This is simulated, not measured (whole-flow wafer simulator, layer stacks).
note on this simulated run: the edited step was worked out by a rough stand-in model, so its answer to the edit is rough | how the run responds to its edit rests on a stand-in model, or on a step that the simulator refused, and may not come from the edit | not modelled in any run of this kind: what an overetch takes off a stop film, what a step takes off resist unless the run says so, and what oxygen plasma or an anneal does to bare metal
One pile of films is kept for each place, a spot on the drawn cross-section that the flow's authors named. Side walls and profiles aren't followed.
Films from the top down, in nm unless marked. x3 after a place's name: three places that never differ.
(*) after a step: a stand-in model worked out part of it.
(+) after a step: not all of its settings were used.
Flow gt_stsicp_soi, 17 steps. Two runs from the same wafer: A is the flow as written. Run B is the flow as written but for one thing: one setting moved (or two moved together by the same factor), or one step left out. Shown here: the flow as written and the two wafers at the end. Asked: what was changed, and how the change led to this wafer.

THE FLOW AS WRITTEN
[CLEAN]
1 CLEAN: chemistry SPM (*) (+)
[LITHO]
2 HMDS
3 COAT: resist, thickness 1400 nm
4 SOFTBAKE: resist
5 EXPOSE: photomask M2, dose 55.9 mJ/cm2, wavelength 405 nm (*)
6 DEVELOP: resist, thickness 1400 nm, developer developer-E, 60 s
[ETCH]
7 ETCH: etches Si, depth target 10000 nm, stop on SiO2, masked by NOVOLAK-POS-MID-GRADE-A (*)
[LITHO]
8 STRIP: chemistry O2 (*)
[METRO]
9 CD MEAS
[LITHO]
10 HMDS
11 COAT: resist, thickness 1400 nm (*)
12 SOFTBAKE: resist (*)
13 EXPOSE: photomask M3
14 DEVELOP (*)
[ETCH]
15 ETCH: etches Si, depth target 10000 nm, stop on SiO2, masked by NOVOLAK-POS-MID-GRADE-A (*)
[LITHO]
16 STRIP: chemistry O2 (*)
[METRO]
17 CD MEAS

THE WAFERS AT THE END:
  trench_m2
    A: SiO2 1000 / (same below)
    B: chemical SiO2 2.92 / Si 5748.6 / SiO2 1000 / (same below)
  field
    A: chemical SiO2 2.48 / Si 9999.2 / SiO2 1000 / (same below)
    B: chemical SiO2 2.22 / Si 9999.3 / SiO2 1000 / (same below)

The cause: step 7, ETCH: depth target 4250 nm was run, where the flow has depth target 10000 nm.

How the change led to this, step by step:
  7 ETCH: etches Si, depth target 10000 nm, stop on SiO2, masked by NOVOLAK-POS-MID-GRADE-A (*)
      trench_m2: A chemical SiO2 -0.8 (all of it), Si -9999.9 (all of it) | B chemical SiO2 -0.8 (all of it), Si -4250
      field, trench_m3: A resist -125 | B resist -53.1
  8 STRIP: chemistry O2 (*)
      trench_m2: A nothing | B chemical SiO2 +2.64 (new film), Si -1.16
      field, trench_m3: A resist -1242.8 (all of it), chemical SiO2 +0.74, Si -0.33 | B resist -1314.7 (all of it), chemical SiO2 +0.75, Si -0.33
  11 COAT: resist, thickness 1400 nm (*)
      field: A resist +1332.8 (new film) | B resist +1371.2 (new film)
      trench_m2: A resist +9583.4 (new film) | B resist +4946.2 (new film)
      (and at 1 more place)
  12 SOFTBAKE: resist (*)
      trench_m2: A nothing | B resist +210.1
      trench_m3: A nothing | B resist +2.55
  14 DEVELOP (*)
      trench_m3: A resist -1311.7 (all of it) | B resist -1364.8 (all of it)
  16 STRIP: chemistry O2 (*)
      trench_m2: A resist -9458.4 (all of it) | B resist -5031.3 (all of it), chemical SiO2 +0.28, Si -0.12
      field: A resist -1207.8 (all of it), chemical SiO2 +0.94, Si -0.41 | B resist -1246.5 (all of it), chemical SiO2 +0.66, Si -0.29
